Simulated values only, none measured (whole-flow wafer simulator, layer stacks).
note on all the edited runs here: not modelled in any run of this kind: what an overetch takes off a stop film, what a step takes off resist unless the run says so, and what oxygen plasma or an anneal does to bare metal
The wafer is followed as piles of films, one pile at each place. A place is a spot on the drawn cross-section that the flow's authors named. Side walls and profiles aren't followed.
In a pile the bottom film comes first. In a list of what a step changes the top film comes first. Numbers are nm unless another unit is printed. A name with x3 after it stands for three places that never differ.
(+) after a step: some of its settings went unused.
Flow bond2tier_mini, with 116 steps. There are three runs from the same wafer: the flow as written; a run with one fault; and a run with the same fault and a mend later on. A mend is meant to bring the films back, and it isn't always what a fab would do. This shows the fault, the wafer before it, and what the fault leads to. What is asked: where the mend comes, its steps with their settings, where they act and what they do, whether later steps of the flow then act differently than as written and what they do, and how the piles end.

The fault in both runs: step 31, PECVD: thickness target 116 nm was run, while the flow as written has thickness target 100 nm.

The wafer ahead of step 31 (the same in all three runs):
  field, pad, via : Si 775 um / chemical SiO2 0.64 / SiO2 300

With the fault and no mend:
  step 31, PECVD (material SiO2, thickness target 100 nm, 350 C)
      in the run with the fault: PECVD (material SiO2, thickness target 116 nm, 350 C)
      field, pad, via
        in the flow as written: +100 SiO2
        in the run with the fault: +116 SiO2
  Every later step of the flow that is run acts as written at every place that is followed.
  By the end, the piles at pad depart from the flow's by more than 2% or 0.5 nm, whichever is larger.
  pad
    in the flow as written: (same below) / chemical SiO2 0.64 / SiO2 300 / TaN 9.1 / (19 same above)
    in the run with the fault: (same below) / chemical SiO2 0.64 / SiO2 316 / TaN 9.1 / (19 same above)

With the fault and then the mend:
  The mend stands after step 36.
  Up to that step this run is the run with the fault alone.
  step 36a, STRIP (chemistry O2, over-ash 100%) (+)
      field
        -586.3 KrF resist (all of it)
  step 36b, ETCH (chemistry CHF3/CF4-rie, etches SiO2, depth target 16 nm)
      field, pad, via
        -16 SiO2
  step 36c, COAT (KrF resist, thickness 600 nm) (the flow's step 32, run once more)
      field, pad, via
        +600 KrF resist (new film)
  step 36d, SOFTBAKE (KrF resist) (the flow's step 33, run once more)
      leaves every film unchanged at each place that is followed
  step 36e, EXPOSE (photomask APAD, NA 0.6) (the flow's step 34, run once more)
      leaves every film unchanged at each place that is followed
  step 36f, PEB (KrF resist) (the flow's step 35, run once more)
      leaves every film unchanged at each place that is followed
  step 36g, DEVELOP (developer TMAH-0.26N, 60 s) (the flow's step 36, run once more)
      pad, via
        -600 KrF resist (all of it)
      field
        -13.7 KrF resist
  Every later step of the flow that is run acts as written at every place that is followed.
  At every place that both follow, the piles at the end match the flow's.
